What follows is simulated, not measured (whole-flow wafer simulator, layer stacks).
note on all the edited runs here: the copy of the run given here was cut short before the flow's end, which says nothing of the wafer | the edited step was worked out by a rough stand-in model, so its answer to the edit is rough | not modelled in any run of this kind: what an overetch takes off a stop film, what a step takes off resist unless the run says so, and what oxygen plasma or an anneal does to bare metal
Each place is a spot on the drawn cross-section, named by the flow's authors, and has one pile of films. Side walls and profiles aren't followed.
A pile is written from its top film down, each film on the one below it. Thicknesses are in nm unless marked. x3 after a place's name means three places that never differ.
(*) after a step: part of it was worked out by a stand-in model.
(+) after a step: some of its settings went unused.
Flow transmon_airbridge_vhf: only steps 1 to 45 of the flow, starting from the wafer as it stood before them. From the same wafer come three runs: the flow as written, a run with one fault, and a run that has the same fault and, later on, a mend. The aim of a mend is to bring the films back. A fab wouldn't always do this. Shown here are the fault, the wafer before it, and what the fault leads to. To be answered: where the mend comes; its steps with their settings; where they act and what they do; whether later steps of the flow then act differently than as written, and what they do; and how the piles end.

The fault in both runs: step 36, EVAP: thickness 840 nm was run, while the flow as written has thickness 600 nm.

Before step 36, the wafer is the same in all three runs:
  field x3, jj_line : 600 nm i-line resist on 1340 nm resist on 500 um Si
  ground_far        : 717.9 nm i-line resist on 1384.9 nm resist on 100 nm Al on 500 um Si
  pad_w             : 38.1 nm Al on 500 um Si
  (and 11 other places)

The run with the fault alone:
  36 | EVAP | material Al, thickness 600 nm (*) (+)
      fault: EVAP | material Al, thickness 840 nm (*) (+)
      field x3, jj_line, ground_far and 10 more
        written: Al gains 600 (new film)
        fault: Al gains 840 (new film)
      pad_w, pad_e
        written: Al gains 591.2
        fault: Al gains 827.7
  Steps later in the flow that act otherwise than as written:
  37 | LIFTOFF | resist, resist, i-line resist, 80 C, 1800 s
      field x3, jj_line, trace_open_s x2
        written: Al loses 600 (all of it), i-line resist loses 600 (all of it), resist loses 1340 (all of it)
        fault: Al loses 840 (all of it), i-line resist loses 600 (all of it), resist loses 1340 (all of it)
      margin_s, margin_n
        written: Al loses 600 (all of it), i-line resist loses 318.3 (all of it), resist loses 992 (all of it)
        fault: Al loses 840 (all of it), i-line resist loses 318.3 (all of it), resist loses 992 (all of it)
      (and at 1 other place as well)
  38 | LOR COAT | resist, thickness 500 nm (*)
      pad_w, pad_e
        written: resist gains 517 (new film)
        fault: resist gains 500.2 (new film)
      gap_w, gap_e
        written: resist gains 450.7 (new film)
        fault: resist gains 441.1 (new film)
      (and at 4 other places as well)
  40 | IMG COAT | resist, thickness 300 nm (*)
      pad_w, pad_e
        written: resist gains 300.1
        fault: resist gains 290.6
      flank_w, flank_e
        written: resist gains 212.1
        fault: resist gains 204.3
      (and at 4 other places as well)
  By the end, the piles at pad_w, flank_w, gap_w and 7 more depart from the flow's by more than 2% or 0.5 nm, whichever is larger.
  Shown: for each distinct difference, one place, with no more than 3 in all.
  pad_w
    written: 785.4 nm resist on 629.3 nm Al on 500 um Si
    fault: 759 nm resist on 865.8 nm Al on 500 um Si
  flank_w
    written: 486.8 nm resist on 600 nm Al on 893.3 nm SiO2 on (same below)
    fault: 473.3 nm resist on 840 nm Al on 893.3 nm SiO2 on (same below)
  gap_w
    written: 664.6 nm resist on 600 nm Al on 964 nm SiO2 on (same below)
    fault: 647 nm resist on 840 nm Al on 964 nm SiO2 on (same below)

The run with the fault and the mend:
  The mend follows step 36.
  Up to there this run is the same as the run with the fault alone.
  36a | METAL ETCH | etches Al, depth 240 nm (the flow's step 11, run once more with other settings)
      field x3, jj_line, ground_far and 12 more
        Al loses 240
  Later steps of the flow that are run all act as written at every place that is followed, up to a difference of at most 2% or 0.5 nm, whichever is larger.
  When the end is reached, the piles differ only a little from the flow's at the places that both follow, at most by 2% or 0.5 nm, whichever is larger.
